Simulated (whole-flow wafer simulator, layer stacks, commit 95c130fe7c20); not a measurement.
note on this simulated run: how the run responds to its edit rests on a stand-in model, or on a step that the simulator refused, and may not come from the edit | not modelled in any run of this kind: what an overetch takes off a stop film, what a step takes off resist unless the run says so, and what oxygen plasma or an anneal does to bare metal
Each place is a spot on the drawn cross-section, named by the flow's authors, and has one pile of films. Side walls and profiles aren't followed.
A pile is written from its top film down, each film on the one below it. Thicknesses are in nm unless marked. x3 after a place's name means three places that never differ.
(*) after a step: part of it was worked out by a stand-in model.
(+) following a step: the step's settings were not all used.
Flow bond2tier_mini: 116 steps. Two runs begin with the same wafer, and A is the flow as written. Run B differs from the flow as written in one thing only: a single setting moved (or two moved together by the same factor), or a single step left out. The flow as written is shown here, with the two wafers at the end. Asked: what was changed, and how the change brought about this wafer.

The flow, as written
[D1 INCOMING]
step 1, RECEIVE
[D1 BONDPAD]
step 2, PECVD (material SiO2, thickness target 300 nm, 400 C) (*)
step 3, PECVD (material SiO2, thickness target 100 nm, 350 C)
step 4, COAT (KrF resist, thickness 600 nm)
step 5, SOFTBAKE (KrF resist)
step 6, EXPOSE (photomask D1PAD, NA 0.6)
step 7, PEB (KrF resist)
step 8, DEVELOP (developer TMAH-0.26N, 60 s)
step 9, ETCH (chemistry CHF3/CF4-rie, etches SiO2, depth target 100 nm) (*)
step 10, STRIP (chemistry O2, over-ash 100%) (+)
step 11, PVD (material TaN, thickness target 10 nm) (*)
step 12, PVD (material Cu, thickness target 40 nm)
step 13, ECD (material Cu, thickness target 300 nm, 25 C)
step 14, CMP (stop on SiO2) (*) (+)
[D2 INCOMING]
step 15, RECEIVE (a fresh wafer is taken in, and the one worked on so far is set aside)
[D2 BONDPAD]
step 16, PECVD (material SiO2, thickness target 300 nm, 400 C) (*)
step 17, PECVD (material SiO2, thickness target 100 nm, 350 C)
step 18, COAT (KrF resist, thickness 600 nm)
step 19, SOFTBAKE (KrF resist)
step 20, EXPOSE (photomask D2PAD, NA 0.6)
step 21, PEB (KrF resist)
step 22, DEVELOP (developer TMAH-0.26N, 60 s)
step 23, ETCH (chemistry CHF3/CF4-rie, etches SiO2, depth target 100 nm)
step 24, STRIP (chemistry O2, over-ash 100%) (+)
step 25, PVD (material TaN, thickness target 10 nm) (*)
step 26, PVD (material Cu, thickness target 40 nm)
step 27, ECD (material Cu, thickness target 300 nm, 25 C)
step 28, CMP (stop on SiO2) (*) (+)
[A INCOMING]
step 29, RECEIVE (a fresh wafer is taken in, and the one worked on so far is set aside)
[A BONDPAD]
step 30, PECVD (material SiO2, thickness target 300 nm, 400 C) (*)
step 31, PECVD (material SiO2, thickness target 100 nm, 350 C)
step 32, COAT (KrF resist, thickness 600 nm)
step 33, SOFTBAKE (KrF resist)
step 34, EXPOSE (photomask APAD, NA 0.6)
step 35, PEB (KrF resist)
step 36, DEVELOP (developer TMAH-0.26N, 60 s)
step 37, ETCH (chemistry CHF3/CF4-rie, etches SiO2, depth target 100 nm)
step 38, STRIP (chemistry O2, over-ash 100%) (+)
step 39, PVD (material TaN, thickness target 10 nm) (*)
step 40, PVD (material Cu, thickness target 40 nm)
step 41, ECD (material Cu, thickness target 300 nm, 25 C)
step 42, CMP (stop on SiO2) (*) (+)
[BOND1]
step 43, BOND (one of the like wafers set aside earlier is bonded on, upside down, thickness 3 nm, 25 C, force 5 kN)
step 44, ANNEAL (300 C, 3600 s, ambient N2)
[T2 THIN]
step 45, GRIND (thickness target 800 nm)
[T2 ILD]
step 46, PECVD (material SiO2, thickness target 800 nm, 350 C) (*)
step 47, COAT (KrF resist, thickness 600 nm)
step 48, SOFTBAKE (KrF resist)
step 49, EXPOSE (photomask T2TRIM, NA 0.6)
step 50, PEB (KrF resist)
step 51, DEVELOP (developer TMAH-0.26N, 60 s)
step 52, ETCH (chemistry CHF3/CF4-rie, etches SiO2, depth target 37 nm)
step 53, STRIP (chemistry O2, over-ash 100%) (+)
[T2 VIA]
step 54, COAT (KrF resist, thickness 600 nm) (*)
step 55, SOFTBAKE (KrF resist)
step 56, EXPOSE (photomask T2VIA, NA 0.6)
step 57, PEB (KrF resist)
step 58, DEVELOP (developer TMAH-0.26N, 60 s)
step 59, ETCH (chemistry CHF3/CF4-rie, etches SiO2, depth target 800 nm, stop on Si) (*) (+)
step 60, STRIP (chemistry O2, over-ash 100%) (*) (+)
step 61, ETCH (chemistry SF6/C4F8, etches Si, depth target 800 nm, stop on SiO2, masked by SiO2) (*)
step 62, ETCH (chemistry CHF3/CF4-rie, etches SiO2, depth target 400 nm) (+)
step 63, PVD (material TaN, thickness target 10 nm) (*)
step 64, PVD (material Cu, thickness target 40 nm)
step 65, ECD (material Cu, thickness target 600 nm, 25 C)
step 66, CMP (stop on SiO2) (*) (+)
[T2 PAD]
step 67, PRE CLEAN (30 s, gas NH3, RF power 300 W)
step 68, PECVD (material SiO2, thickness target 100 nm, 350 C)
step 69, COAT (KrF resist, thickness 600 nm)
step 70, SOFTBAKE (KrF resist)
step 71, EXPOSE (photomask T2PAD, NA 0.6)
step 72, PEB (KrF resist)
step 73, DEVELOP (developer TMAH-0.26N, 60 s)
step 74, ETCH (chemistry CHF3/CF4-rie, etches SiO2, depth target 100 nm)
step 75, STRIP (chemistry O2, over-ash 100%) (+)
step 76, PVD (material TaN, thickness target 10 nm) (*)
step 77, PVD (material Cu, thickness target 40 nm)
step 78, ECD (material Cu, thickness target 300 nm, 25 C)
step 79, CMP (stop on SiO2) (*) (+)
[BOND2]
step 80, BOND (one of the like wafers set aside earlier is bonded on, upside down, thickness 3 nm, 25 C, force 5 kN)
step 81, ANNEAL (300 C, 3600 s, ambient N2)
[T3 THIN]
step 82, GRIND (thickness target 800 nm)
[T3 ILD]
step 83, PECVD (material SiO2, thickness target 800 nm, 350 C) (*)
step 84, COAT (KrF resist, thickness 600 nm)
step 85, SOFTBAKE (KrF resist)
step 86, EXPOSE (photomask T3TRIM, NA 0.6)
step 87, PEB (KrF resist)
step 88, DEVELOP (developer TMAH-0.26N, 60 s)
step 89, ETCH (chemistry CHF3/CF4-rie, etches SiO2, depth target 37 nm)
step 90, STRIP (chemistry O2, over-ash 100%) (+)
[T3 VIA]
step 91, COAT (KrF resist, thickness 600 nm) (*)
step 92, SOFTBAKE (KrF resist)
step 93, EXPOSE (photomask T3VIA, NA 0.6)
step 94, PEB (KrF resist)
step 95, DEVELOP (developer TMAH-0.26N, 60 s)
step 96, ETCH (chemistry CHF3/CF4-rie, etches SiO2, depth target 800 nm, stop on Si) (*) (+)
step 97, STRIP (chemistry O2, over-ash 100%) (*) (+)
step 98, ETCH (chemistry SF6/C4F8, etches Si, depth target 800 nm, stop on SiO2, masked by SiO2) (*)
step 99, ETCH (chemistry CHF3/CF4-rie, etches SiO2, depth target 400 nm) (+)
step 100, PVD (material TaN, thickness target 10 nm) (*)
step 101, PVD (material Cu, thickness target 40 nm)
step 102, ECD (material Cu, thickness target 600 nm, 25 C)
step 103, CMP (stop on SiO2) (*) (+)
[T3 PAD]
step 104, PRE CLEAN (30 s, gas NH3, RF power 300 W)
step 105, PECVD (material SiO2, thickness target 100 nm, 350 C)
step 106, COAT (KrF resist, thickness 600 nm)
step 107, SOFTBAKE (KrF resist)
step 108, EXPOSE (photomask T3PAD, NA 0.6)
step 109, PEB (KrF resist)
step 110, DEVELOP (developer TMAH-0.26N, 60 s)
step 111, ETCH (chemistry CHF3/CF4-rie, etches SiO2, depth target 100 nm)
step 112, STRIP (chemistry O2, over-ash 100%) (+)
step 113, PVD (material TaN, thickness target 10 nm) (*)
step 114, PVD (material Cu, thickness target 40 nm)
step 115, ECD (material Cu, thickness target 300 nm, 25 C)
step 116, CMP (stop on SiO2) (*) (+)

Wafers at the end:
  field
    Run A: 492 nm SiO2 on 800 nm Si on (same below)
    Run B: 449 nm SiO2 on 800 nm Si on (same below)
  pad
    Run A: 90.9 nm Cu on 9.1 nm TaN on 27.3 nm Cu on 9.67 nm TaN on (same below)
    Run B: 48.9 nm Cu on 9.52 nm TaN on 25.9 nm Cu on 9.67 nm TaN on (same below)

The reason: step 105, PECVD: thickness target 57 nm was run, while the flow as written has thickness target 100 nm.

Step by step, how the change led to this:
  step 105, PECVD (material SiO2, thickness target 100 nm, 350 C)
      field: A SiO2 gains 100 | B SiO2 gains 57
      pad: A SiO2 gains 100 (new film) | B SiO2 gains 57 (new film)
  step 111, ETCH (chemistry CHF3/CF4-rie, etches SiO2, depth target 100 nm)
      pad: A SiO2 loses 100 (all of it) | B SiO2 loses 57 (all of it), Cu loses 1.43
      field: A KrF resist loses 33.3 | B KrF resist loses 28.5
  step 114, PVD (material Cu, thickness target 40 nm)
      pad: A Cu gains 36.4 (new film) | B Cu gains 37.9 (new film)
  step 115, ECD (material Cu, thickness target 300 nm, 25 C)
      pad: A Cu gains 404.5 | B Cu gains 361
